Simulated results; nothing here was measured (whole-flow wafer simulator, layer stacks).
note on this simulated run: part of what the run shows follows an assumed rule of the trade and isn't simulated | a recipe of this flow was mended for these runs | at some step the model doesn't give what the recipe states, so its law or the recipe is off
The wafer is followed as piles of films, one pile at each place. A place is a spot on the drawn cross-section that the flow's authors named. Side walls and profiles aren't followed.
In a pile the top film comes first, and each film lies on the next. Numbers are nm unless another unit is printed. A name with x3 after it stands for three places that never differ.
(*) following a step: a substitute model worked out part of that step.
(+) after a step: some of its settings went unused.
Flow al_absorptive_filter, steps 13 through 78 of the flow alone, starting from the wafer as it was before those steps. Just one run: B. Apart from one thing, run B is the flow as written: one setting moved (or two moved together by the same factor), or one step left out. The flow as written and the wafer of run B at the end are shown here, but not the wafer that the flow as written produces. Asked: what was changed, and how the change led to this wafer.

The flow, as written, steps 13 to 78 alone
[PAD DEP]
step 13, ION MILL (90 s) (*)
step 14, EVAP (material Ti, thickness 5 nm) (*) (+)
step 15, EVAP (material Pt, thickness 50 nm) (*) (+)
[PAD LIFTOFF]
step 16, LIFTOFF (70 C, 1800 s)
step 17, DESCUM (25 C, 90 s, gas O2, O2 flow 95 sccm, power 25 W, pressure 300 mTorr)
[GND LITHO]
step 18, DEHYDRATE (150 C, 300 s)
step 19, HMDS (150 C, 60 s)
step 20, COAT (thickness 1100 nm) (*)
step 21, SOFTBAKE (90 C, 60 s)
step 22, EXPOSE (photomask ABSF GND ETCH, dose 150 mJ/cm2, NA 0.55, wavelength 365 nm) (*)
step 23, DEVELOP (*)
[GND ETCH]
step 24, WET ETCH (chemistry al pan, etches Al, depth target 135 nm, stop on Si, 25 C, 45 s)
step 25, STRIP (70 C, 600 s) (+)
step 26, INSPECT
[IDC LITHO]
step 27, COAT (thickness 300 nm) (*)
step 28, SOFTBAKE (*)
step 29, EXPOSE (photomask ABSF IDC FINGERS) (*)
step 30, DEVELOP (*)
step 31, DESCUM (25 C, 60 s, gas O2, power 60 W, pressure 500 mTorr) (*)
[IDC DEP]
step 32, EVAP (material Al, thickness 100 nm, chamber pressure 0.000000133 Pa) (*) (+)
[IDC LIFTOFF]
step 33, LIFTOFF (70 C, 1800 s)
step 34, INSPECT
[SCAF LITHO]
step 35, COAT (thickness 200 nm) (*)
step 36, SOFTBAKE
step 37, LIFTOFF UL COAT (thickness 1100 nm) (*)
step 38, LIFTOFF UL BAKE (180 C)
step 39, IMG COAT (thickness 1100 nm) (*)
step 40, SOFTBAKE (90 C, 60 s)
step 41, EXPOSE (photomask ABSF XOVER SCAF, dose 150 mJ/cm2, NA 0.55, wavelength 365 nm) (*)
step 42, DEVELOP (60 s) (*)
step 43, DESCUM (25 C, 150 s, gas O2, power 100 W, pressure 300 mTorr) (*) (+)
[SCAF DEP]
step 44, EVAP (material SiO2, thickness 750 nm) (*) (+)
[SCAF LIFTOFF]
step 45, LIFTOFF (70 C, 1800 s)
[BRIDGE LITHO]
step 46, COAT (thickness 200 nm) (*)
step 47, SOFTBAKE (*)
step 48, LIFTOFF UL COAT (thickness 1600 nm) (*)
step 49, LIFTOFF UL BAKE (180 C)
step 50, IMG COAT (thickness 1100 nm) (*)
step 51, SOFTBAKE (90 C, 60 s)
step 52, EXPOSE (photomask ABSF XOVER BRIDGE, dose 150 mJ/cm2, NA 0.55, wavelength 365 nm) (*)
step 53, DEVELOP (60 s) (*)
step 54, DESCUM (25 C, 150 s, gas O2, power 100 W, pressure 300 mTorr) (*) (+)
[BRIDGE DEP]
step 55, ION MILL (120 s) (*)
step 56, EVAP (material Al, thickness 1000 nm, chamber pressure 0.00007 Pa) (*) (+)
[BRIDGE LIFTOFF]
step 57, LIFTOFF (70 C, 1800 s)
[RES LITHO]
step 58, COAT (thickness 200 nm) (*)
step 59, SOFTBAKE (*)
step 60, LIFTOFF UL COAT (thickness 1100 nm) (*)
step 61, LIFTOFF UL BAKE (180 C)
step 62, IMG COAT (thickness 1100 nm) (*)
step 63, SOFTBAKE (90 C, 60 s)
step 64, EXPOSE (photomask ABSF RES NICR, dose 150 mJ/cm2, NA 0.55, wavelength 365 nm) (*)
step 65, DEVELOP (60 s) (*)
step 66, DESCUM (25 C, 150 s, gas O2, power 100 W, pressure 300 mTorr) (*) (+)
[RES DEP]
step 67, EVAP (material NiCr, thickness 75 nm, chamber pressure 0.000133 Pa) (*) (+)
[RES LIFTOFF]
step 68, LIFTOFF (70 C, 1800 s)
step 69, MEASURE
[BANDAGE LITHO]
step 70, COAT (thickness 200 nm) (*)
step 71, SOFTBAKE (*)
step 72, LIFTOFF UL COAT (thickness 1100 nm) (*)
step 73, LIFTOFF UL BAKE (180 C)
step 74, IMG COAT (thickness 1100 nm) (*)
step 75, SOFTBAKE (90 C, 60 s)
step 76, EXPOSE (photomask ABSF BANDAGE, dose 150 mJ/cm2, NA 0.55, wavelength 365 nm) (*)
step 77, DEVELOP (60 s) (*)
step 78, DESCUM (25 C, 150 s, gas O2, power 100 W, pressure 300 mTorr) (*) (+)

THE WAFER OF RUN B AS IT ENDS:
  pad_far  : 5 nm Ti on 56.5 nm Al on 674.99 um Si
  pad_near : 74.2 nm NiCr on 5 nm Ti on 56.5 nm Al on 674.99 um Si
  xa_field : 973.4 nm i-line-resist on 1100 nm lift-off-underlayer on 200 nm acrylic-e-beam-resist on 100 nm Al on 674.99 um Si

What caused this: step 15, EVAP: material Pt, thickness 50 nm (*) (+), was omitted.

The path from the change to this, step by step:
  step 16, LIFTOFF (70 C, 1800 s)
      gnd, ledge, res and 9 more: -5 Ti (all of it), -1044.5 i-line-resist (all of it), -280 lift-off-underlayer (all of it) (in the flow as written it would be: -50 Pt (all of it), -5 Ti (all of it), -1044.5 i-line-resist (all of it), -280 lift-off-underlayer (all of it))
  step 20, COAT (thickness 1100 nm) (*)
      pad_far: +1124.9 i-line-resist (new film) (in the flow as written it would be: +1092.6 i-line-resist (new film))
      pad_near: +1126 i-line-resist (new film) (in the flow as written it would be: +1092.3 i-line-resist (new film))
  step 25, STRIP (70 C, 600 s) (+)
      pad_far: -1124 i-line-resist (all of it) (in the flow as written it would be: -1091.5 i-line-resist (all of it))
      pad_near: -1125.1 i-line-resist (all of it) (in the flow as written it would be: -1091.1 i-line-resist (all of it))
  step 27, COAT (thickness 300 nm) (*)
      pad_far: +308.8 e-beam-resist (new film) (in the flow as written it would be: +296 e-beam-resist (new film))
      pad_near: +304.5 e-beam-resist (new film) (in the flow as written it would be: +288.3 e-beam-resist (new film))
      (and at 1 other place as well)
  step 33, LIFTOFF (70 C, 1800 s)
      pad_far: -100 Al (all of it), -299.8 e-beam-resist (all of it) (in the flow as written it would be: -100 Al (all of it), -287 e-beam-resist (all of it))
      pad_near: -100 Al (all of it), -295.5 e-beam-resist (all of it) (in the flow as written it would be: -100 Al (all of it), -279.3 e-beam-resist (all of it))
      (and at 1 other place as well)
  step 35, COAT (thickness 200 nm) (*)
      pad_far: +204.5 acrylic-e-beam-resist (new film) (in the flow as written it would be: +198.5 acrylic-e-beam-resist (new film))
      pad_near: +203.2 acrylic-e-beam-resist (new film) (in the flow as written it would be: +193.6 acrylic-e-beam-resist (new film))
      (and at 1 other place as well)
  step 45, LIFTOFF (70 C, 1800 s)
      pad_far: -750 SiO2 (all of it), -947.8 i-line-resist (all of it), -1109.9 lift-off-underlayer (all of it), -204.5 acrylic-e-beam-resist (all of it) (in the flow as written it would be: -750 SiO2 (all of it), -937 i-line-resist (all of it), -1092.7 lift-off-underlayer (all of it), -198.5 acrylic-e-beam-resist (all of it))
      pad_near: -750 SiO2 (all of it), -953 i-line-resist (all of it), -1103.9 lift-off-underlayer (all of it), -203.2 acrylic-e-beam-resist (all of it) (in the flow as written it would be: -750 SiO2 (all of it), -944.1 i-line-resist (all of it), -1088 lift-off-underlayer (all of it), -193.6 acrylic-e-beam-resist (all of it))
      (and at 1 other place as well)
  step 46, COAT (thickness 200 nm) (*)
      pad_far: +204.5 acrylic-e-beam-resist (new film) (in the flow as written it would be: +198.5 acrylic-e-beam-resist (new film))
      pad_near: +203.2 acrylic-e-beam-resist (new film) (in the flow as written it would be: +193.6 acrylic-e-beam-resist (new film))
      (and at 1 other place as well)
  step 57, LIFTOFF (70 C, 1800 s)
      pad_far: -1000 Al (all of it), -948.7 i-line-resist (all of it), -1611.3 lift-off-underlayer (all of it), -204.5 acrylic-e-beam-resist (all of it) (in the flow as written it would be: -1000 Al (all of it), -940.5 i-line-resist (all of it), -1591.1 lift-off-underlayer (all of it), -198.5 acrylic-e-beam-resist (all of it))
      pad_near: -1000 Al (all of it), -953.5 i-line-resist (all of it), -1606.1 lift-off-underlayer (all of it), -203.2 acrylic-e-beam-resist (all of it) (in the flow as written it would be: -1000 Al (all of it), -946.7 i-line-resist (all of it), -1587.9 lift-off-underlayer (all of it), -193.6 acrylic-e-beam-resist (all of it))
      (and at 1 other place as well)
  step 58, COAT (thickness 200 nm) (*)
      pad_far: +204.5 acrylic-e-beam-resist (new film) (in the flow as written it would be: +198.5 acrylic-e-beam-resist (new film))
      pad_near: +203.2 acrylic-e-beam-resist (new film) (in the flow as written it would be: +193.6 acrylic-e-beam-resist (new film))
      (and at 1 other place as well)
  step 66, DESCUM (25 C, 150 s, gas O2, power 100 W, pressure 300 mTorr) (*) (+)
      pad_near: -203.2 acrylic-e-beam-resist (all of it) (in the flow as written it would be: -193.6 acrylic-e-beam-resist (all of it))
      ledge: -152.7 acrylic-e-beam-resist (all of it) (in the flow as written it would be: -169.8 acrylic-e-beam-resist (all of it))
  step 68, LIFTOFF (70 C, 1800 s)
      pad_far: -75 NiCr (all of it), -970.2 i-line-resist (all of it), -1109.9 lift-off-underlayer (all of it), -204.5 acrylic-e-beam-resist (all of it) (in the flow as written it would be: -75 NiCr (all of it), -957.7 i-line-resist (all of it), -1092.7 lift-off-underlayer (all of it), -198.5 acrylic-e-beam-resist (all of it))
  step 70, COAT (thickness 200 nm) (*)
      pad_far: +209.3 acrylic-e-beam-resist (new film) (in the flow as written it would be: +203.2 acrylic-e-beam-resist (new film))
      pad_near: +190.5 acrylic-e-beam-resist (new film) (in the flow as written it would be: +180.9 acrylic-e-beam-resist (new film))
      (and at 1 other place as well)
  step 78, DESCUM (25 C, 150 s, gas O2, power 100 W, pressure 300 mTorr) (*) (+)
      gnd, ledge, res and 9 more: -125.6 i-line-resist (in the flow as written it would be: -121.9 i-line-resist)
      pad_far: -209.3 acrylic-e-beam-resist (all of it) (in the flow as written it would be: -203.2 acrylic-e-beam-resist (all of it))
      (and at 1 other place as well)
